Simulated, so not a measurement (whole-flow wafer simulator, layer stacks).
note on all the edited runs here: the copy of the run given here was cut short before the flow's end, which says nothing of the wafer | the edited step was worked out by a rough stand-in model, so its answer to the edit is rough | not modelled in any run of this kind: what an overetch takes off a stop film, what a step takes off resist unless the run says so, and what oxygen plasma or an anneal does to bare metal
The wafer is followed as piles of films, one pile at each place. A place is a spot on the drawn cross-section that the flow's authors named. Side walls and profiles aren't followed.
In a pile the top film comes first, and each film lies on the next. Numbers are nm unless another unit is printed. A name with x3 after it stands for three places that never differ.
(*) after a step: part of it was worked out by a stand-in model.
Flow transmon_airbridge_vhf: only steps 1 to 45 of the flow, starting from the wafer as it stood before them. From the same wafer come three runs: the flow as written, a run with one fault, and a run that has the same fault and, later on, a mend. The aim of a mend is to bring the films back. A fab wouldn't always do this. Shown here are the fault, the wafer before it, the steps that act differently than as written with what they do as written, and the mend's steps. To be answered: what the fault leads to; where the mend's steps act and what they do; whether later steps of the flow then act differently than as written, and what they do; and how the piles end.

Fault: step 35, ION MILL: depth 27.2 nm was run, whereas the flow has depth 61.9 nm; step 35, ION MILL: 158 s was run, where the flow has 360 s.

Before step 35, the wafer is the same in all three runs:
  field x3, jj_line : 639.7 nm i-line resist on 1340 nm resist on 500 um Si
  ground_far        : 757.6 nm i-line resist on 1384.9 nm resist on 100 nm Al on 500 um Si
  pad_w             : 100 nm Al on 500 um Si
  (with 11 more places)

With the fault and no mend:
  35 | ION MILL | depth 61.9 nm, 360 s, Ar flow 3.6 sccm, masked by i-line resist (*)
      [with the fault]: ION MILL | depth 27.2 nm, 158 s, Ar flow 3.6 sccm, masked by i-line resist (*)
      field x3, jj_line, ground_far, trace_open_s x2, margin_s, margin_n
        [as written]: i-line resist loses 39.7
        [with the fault]: i-line resist loses 17.4
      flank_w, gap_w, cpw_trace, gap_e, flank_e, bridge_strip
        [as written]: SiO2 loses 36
        [with the fault]: SiO2 loses 15.8
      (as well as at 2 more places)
  Steps further on in the flow that do not act as written (3 other steps are not shown; they differ only slightly, by no more than 2% or 0.5 nm, whichever is larger):
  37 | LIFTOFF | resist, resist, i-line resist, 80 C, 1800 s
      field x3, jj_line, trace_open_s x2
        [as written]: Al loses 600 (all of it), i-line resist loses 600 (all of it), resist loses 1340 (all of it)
        [with the fault]: Al loses 600 (all of it), i-line resist loses 622.3 (all of it), resist loses 1340 (all of it)
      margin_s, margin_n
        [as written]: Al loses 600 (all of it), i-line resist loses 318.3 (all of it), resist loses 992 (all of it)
        [with the fault]: Al loses 600 (all of it), i-line resist loses 340.6 (all of it), resist loses 992 (all of it)
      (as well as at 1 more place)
  The piles end different from the flow's at pad_w, flank_w, gap_w, cpw_trace, gap_e, flank_e, pad_e, bridge_strip by more than 2% or 0.5 nm, whichever is larger.
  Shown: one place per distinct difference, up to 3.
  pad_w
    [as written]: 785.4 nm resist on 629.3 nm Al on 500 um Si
    [with the fault]: 779.8 nm resist on 664.2 nm Al on 500 um Si
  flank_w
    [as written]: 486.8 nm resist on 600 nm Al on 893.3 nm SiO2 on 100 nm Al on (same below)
    [with the fault]: 486.6 nm resist on 600 nm Al on 913.5 nm SiO2 on 100 nm Al on (same below)
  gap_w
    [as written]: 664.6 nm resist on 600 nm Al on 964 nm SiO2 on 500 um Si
    [with the fault]: 663.2 nm resist on 600 nm Al on 984.2 nm SiO2 on 500 um Si

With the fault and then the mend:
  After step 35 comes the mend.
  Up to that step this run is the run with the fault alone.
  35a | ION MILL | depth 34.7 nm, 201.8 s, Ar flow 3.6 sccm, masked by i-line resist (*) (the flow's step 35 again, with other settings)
      field x3, jj_line, ground_far, trace_open_s x2, margin_s, margin_n
        i-line resist loses 22.3
      flank_w, gap_w, cpw_trace, gap_e, flank_e, bridge_strip
        SiO2 loses 20.2
      pad_w, pad_e
        Al loses 34.7
  Later steps of the flow that are run all act as written at every place that is followed.
  When the end is reached, the piles differ only a little from the flow's at the places that both follow, at most by 2% or 0.5 nm, whichever is larger.
